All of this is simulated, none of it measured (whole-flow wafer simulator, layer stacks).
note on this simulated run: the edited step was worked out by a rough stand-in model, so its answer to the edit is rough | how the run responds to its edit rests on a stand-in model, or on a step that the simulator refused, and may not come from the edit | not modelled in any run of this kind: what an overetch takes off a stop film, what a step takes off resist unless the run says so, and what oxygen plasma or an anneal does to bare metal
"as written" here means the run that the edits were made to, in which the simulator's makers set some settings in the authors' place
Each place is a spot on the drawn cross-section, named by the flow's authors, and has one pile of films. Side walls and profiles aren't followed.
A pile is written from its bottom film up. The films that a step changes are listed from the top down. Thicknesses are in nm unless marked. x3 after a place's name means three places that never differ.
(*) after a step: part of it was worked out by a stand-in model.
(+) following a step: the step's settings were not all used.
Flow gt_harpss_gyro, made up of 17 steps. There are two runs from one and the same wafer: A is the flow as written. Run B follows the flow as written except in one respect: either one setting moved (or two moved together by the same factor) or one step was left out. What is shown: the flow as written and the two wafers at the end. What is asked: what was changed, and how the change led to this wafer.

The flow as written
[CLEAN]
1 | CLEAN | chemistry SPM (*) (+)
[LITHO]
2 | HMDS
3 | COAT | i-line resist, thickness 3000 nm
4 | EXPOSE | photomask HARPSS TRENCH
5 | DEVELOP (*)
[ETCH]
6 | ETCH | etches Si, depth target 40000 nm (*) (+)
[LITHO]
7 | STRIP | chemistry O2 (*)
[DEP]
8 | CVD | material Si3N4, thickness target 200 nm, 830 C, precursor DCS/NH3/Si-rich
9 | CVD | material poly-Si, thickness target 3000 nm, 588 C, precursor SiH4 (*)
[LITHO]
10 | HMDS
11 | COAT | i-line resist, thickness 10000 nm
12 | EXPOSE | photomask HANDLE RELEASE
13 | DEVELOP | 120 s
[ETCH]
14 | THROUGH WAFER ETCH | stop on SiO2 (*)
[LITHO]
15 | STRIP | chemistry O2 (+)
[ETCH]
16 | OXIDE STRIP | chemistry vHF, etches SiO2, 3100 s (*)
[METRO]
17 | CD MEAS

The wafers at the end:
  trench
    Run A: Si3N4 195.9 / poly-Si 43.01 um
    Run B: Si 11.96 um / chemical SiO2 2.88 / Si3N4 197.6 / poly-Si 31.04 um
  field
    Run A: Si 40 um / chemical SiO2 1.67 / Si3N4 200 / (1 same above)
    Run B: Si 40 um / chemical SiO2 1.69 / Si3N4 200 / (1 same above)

What caused this: step 6, ETCH: depth target 28040 nm was run, whereas the flow has depth target 40000 nm.

Step by step, how the change led to this:
  6 | ETCH | etches Si, depth target 40000 nm (*) (+)
      trench: A -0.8 chemical SiO2 (all of it), -40 um Si (all of it) | B -0.8 chemical SiO2 (all of it), -28.04 um Si
      field: A -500 i-line resist | B -350.5 i-line resist
  7 | STRIP | chemistry O2 (*)
      trench: A nothing | B +2.88 chemical SiO2 (new film), -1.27 Si
      field: A -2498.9 i-line resist (all of it), +0.87 chemical SiO2, -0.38 Si | B -2648.5 i-line resist (all of it), +0.89 chemical SiO2, -0.39 Si
  9 | CVD | material poly-Si, thickness target 3000 nm, 588 C, precursor SiH4 (*)
      trench: A +43.01 um poly-Si (new film) | B +31.04 um poly-Si (new film)
